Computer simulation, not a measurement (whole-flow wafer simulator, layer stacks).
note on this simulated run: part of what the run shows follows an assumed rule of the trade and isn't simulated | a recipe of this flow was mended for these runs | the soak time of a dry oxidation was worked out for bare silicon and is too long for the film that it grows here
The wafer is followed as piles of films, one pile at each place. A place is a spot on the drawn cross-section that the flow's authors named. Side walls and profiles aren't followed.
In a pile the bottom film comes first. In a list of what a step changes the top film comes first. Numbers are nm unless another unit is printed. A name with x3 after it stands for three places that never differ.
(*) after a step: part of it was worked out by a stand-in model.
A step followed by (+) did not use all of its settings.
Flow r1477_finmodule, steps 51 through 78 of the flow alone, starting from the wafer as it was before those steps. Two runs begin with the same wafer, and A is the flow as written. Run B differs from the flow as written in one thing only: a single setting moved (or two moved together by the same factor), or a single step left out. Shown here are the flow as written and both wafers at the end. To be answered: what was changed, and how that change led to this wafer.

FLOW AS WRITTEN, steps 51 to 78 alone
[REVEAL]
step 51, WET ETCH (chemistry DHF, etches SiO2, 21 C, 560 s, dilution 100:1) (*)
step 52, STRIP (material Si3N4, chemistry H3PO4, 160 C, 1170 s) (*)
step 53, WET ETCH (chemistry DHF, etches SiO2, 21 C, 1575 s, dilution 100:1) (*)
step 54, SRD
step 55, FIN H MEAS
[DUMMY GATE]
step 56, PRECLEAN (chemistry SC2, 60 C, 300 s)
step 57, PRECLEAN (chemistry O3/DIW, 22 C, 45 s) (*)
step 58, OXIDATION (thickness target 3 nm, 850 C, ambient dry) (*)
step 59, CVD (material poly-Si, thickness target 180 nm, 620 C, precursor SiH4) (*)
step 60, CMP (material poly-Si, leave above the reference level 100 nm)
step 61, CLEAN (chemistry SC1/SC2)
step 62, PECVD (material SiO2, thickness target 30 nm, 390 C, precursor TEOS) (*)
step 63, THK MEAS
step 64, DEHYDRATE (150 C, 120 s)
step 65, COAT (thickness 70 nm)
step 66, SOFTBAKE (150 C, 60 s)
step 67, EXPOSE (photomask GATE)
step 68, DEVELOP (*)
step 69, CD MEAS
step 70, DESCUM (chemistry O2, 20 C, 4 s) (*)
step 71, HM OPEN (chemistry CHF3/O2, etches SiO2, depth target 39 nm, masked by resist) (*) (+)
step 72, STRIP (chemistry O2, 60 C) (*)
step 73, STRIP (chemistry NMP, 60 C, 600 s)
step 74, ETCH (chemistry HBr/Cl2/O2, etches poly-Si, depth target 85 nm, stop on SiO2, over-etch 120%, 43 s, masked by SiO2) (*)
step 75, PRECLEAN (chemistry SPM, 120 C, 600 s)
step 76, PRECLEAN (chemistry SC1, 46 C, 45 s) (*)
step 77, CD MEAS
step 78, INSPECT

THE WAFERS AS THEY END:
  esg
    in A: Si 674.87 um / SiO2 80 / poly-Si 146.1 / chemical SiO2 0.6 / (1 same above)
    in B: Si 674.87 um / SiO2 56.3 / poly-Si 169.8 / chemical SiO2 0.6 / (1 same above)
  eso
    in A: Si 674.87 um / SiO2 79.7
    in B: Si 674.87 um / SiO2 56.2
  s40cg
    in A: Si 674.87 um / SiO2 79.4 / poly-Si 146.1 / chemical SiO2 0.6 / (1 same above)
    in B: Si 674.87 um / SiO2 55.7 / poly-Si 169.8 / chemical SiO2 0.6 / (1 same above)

Cause: step 53, WET ETCH: 2048 s was run, though the flow has 1575 s.

Step by step, how the change led to this:
  step 53, WET ETCH (chemistry DHF, etches SiO2, 21 C, 1575 s, dilution 100:1) (*)
      esg, e40sg, e100sg and 17 more: A -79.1 SiO2 | B -102.9 SiO2
      pad, padg: A -85.7 SiO2 | B -110.6 SiO2
  step 59, CVD (material poly-Si, thickness target 180 nm, 620 C, precursor SiH4) (*)
      esg, e40sg, e100sg and 15 more: A +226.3 poly-Si (new film) | B +250 poly-Si (new film)
      e200sg, e200so: A +219.2 poly-Si (new film) | B +250 poly-Si (new film)
  step 60, CMP (material poly-Si, leave above the reference level 100 nm)
      pad, padg: A -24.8 poly-Si | B nothing
      e200sg, e200so: A -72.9 poly-Si | B -80 poly-Si
  step 74, ETCH (chemistry HBr/Cl2/O2, etches poly-Si, depth target 85 nm, stop on SiO2, over-etch 120%, 43 s, masked by SiO2) (*)
      eso, e40so, e100so and 7 more: A -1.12 chemical SiO2 (all of it), -143.9 poly-Si (all of it), -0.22 SiO2 | B -1.12 chemical SiO2 (all of it), -167.6 poly-Si (all of it), -0.1 SiO2
      pad: A -1.12 chemical SiO2 (all of it), -152.8 poly-Si (all of it), -0.17 SiO2 | B -1.12 chemical SiO2 (all of it), -177.6 poly-Si (all of it), -0.05 SiO2
